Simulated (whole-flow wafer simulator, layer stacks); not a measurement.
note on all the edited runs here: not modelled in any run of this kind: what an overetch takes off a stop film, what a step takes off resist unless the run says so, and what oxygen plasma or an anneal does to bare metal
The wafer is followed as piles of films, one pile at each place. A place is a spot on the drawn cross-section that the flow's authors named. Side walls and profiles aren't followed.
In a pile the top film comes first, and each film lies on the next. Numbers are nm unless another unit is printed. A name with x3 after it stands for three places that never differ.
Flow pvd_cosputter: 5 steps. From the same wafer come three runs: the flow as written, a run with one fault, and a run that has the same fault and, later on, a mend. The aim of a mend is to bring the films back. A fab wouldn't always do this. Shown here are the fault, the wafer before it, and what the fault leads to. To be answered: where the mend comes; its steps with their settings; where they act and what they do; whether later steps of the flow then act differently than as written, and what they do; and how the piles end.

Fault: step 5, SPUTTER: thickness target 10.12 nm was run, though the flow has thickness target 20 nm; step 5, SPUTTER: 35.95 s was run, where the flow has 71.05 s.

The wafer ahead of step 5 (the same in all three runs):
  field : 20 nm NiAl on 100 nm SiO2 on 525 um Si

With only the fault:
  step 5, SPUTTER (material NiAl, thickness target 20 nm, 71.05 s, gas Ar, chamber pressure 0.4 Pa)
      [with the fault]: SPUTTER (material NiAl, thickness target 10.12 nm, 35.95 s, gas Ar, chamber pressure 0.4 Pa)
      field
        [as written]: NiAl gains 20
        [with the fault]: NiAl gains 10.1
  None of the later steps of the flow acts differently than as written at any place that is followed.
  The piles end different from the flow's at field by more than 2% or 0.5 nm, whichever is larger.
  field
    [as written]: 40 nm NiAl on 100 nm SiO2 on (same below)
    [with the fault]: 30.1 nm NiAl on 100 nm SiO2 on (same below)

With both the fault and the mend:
  The mend follows step 5.
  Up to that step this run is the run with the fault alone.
  step 5a, SPUTTER (material NiAl, thickness target 9.88 nm, 35.1 s, gas Ar, chamber pressure 0.4 Pa) (a further turn of the flow's step 5, with different settings)
      field
        NiAl gains 9.88
  None of the later steps of the flow acts differently than as written at any place that is followed.
  At every place that both follow, the piles at the end match the flow's.
